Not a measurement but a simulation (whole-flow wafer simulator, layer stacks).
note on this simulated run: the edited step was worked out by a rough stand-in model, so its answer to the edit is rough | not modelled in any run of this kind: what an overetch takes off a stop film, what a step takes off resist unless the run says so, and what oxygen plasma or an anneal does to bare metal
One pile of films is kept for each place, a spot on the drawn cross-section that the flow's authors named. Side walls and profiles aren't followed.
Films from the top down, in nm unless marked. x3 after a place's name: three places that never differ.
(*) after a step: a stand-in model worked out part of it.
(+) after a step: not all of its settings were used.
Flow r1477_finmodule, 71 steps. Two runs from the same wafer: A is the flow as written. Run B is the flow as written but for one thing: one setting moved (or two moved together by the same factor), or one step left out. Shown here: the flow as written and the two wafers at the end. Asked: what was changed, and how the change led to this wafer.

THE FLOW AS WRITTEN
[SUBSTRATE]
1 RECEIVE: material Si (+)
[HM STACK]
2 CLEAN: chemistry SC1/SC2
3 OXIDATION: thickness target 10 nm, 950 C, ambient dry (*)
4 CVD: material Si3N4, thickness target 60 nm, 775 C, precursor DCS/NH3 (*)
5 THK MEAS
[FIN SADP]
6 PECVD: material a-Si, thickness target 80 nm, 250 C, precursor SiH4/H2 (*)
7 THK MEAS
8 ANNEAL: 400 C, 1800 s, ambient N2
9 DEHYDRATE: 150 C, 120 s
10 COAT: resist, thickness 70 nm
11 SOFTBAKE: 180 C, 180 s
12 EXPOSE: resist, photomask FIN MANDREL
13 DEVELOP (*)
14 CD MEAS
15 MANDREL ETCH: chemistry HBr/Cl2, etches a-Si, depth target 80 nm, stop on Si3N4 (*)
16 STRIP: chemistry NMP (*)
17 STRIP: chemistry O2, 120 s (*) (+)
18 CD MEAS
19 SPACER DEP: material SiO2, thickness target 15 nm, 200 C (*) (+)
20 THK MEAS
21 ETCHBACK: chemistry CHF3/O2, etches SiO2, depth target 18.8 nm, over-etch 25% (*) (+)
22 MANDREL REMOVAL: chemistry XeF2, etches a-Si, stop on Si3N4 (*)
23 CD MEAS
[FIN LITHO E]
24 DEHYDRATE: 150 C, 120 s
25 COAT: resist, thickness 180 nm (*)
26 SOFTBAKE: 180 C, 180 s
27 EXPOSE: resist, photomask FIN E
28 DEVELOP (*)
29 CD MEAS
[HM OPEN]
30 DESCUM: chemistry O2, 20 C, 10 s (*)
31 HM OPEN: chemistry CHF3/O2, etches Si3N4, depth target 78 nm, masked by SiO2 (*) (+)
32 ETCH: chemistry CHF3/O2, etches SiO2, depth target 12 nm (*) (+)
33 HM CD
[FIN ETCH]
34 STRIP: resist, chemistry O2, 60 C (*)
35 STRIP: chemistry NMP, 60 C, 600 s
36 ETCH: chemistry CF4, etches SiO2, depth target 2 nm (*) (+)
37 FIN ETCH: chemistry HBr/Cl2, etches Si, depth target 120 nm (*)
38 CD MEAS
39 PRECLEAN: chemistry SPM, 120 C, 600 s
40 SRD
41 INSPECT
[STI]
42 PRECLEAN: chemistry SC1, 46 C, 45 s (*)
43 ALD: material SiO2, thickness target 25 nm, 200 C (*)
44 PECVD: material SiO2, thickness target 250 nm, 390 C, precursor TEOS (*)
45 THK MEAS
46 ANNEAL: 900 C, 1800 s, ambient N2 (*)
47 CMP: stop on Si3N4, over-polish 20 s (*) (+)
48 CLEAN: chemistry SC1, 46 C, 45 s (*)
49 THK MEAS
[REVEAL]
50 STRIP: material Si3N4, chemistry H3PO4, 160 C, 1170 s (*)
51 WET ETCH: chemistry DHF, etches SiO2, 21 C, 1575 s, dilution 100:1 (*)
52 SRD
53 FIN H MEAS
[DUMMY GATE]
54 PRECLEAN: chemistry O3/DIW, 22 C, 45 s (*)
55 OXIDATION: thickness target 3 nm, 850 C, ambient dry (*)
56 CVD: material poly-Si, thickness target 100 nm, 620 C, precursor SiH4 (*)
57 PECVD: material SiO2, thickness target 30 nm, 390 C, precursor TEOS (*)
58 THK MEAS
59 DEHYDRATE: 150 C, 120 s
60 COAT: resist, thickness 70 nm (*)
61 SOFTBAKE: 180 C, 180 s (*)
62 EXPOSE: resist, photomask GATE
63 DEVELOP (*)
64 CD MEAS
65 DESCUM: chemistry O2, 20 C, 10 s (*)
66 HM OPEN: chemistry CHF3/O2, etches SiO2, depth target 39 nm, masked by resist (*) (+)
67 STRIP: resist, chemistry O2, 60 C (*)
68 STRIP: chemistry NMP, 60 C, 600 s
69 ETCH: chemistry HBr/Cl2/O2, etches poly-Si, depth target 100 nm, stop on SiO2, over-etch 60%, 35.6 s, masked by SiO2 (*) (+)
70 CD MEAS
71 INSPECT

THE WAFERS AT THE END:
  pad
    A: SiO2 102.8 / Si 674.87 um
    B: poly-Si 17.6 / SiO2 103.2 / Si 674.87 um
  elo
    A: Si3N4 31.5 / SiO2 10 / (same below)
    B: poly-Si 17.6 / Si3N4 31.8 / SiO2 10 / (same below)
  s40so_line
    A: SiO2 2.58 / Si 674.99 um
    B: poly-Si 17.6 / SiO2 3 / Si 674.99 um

The cause: step 69, ETCH: depth target 50 nm was run, where the flow has depth target 100 nm.

How the change led to this, step by step:
  69 ETCH: chemistry HBr/Cl2/O2, etches poly-Si, depth target 100 nm, stop on SiO2, over-etch 60%, 35.6 s, masked by SiO2 (*) (+)
      pad, eso, e40so and 8 more: A chemical SiO2 -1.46 (all of it), poly-Si -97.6 (all of it), SiO2 -0.42 | B chemical SiO2 -1.46 (all of it), poly-Si -80
      elo, e40lo, e100lo, e200lo: A chemical SiO2 -1.46 (all of it), poly-Si -97.6 (all of it), Si3N4 -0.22 | B chemical SiO2 -1.46 (all of it), poly-Si -80
      (and at 21 more places)
